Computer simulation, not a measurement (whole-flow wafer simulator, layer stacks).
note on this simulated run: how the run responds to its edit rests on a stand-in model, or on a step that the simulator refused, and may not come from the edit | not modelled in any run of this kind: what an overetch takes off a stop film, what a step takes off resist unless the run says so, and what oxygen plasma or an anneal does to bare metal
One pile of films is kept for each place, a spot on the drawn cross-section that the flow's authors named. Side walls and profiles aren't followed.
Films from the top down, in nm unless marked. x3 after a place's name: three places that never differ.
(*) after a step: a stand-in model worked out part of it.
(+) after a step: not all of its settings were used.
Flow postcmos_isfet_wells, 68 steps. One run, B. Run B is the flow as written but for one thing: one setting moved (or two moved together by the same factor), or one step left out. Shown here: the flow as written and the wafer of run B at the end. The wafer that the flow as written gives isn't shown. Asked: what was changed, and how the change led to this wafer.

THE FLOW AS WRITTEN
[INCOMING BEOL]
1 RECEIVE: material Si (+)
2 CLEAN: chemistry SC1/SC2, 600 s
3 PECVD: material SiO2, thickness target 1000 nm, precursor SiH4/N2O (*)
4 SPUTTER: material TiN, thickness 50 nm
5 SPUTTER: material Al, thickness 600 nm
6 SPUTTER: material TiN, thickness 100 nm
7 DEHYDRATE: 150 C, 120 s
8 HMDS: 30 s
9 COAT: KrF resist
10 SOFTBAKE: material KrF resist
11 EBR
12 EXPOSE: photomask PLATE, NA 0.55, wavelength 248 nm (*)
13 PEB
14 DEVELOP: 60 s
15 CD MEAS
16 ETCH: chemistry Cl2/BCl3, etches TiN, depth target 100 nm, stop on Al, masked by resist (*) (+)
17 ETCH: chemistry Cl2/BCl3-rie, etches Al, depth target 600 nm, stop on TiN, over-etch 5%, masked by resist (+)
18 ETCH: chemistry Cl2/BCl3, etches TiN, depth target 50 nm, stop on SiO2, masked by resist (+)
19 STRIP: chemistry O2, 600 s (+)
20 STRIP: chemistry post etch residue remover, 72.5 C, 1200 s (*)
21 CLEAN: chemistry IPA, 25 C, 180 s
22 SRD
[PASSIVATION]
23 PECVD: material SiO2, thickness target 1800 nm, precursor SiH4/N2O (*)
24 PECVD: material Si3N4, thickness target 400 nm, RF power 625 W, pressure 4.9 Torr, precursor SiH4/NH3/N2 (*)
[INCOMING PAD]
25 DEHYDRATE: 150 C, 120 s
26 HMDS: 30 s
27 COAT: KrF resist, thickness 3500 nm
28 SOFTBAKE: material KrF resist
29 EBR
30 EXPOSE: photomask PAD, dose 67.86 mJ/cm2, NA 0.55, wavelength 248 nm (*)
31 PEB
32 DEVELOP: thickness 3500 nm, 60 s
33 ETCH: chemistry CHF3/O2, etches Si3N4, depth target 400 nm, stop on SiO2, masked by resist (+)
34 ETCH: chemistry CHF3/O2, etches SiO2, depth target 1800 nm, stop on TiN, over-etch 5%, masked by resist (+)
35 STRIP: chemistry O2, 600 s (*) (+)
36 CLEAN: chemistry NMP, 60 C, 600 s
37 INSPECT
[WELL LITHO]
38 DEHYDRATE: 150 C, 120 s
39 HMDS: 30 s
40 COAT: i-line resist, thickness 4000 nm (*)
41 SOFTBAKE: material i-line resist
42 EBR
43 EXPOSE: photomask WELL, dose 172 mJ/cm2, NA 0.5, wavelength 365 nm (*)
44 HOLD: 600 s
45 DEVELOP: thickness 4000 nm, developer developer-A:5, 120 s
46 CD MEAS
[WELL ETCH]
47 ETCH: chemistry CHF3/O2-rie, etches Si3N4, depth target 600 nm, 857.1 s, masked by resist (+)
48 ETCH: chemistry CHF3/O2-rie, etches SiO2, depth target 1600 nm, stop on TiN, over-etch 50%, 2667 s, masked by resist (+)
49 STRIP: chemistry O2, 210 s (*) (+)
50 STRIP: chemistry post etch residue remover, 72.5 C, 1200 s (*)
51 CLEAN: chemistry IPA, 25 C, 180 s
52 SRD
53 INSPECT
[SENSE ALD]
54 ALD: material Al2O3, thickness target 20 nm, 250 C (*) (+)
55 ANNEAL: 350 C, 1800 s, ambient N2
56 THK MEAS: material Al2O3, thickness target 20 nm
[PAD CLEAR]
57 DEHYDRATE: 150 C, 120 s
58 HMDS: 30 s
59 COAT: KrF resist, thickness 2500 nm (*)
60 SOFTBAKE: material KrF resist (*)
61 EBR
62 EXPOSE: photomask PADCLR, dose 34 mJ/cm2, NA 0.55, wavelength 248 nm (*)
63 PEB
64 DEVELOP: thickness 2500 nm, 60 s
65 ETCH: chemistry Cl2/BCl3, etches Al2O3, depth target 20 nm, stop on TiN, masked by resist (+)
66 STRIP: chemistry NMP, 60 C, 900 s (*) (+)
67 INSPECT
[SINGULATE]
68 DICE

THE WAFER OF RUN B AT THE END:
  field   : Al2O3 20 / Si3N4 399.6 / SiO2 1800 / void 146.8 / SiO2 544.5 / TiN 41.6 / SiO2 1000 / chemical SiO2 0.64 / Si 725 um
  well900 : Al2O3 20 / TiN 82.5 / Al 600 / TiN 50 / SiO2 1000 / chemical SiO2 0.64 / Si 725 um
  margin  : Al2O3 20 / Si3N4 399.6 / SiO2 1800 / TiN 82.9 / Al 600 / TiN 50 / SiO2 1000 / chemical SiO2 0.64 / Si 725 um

The cause: step 6, SPUTTER: thickness 83.3 nm was run, where the flow has thickness 100 nm; step 17, ETCH: depth target 500 nm was run, where the flow has depth target 600 nm.

How the change led to this, step by step:
  6 SPUTTER: material TiN, thickness 100 nm
      field, margin, well900 and 6 more: TiN +83.3 (new film) (as written it would be: TiN +100 (new film))
  16 ETCH: chemistry Cl2/BCl3, etches TiN, depth target 100 nm, stop on Al, masked by resist (*) (+)
      field: TiN -83.3 (all of it) (as written it would be: TiN -100 (all of it))
  17 ETCH: chemistry Cl2/BCl3-rie, etches Al, depth target 600 nm, stop on TiN, over-etch 5%, masked by resist (+)
      field: Al -500 (as written it would be: Al -600 (all of it))
      margin, well900, well1300, well2000, well3000, pad_rim, pad_clr, pad_open: KrF resist -250 (as written it would be: KrF resist -300)
  18 ETCH: chemistry Cl2/BCl3, etches TiN, depth target 50 nm, stop on SiO2, masked by resist (+)
      field: Al -100 (all of it), TiN -8 (as written it would be: TiN -50 (all of it))
  19 STRIP: chemistry O2, 600 s (+)
      margin, well900, well1300, well2000, well3000, pad_rim, pad_clr, pad_open: KrF resist -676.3 (all of it) (as written it would be: KrF resist -626.3 (all of it))
  23 PECVD: material SiO2, thickness target 1800 nm, precursor SiH4/N2O (*)
      field: SiO2 +1800 (new film), void +146.8 (new film), SiO2 +544.5 (new film) (as written it would be: SiO2 +1800 (new film), void +189.9 (new film), SiO2 +559.7)
Counting metal films that touch as one body, field has 1 body; the flow as written gives 0 bodies.
